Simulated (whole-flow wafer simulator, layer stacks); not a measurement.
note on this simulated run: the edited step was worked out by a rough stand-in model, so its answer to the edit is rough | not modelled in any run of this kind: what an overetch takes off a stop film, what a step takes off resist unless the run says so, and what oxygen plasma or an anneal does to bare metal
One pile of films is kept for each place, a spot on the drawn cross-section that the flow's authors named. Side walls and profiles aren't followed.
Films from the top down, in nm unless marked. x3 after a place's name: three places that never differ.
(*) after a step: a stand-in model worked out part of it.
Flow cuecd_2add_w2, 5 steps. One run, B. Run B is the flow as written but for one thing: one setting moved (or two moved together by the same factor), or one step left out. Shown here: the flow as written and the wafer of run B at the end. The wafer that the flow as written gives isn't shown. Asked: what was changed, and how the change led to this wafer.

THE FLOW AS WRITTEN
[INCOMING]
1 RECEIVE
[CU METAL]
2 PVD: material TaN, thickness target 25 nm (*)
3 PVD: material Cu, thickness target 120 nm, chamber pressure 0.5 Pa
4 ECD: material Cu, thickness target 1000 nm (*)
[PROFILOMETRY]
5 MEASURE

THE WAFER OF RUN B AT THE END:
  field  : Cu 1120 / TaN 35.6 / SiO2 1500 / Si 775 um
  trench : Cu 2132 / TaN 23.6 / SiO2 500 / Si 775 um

The cause: step 2, PVD: thickness target 35.6 nm was run, where the flow has thickness target 25 nm.
It can be read off the wafer: field has TaN 35.6, and step 2 as written asks for 25 nm.

How the change led to this, step by step:
  2 PVD: material TaN, thickness target 25 nm (*)
      field: TaN +35.6 (new film) (as written it would be: TaN +25 (new film))
      trench: TaN +23.6 (new film) (as written it would be: TaN +16.6 (new film))
